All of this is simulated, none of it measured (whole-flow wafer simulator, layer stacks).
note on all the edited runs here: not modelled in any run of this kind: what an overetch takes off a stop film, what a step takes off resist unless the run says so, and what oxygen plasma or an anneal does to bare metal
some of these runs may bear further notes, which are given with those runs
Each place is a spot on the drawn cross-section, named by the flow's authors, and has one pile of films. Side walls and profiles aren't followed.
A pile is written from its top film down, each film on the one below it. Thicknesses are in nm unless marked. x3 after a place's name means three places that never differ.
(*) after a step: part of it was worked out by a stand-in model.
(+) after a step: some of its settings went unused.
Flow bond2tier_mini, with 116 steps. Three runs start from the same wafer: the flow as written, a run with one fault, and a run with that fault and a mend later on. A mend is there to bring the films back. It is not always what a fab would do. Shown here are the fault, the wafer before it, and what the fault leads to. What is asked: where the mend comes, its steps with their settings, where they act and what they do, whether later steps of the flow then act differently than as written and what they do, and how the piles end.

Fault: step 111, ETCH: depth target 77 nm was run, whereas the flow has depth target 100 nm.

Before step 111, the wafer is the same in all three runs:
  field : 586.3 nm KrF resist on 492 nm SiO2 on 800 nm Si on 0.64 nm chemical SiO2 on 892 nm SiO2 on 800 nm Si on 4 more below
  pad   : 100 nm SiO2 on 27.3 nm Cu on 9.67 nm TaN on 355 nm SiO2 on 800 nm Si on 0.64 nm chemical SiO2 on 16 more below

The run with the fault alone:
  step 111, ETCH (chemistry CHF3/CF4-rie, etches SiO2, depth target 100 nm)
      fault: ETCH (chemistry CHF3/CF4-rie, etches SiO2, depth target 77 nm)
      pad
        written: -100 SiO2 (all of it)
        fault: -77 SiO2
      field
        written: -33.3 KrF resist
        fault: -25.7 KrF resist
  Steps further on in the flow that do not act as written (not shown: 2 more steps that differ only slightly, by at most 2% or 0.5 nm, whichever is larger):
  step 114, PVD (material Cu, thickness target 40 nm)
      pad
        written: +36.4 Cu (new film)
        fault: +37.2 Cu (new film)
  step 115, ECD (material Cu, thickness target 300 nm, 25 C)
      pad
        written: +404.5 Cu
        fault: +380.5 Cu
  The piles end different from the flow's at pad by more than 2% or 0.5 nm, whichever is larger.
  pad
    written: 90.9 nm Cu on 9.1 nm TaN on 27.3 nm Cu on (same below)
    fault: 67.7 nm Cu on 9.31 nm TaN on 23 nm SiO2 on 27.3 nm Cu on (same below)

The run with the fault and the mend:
  After step 112 comes the mend.
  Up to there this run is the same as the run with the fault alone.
  step 112a, COAT (KrF resist, thickness 600 nm) (*) (the flow's step 106 again)
      field
        +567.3 KrF resist (new film)
      pad
        +634 KrF resist (new film)
  step 112b, SOFTBAKE (KrF resist) (the flow's step 107 again)
      does not change any film at any place that is followed
  step 112c, EXPOSE (photomask T3PAD, NA 0.6) (the flow's step 108 again)
      does not change any film at any place that is followed
  step 112d, PEB (KrF resist) (the flow's step 109 again)
      does not change any film at any place that is followed
  step 112e, DEVELOP (developer TMAH-0.26N, 60 s) (the flow's step 110 again)
      field
        -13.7 KrF resist
      pad
        -634 KrF resist (all of it)
  step 112f, ETCH (chemistry CHF3/CF4-rie, etches SiO2, depth target 23 nm) (the flow's step 111 again, with other settings)
      field
        -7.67 KrF resist
      pad
        -23 SiO2 (all of it)
  step 112g, STRIP (chemistry O2, over-ash 100%) (+) (the flow's step 112 again)
      field
        -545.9 KrF resist (all of it)
  Later steps of the flow that are run all act as written at every place that is followed.
  The piles end the same as the flow's at every place that both follow.
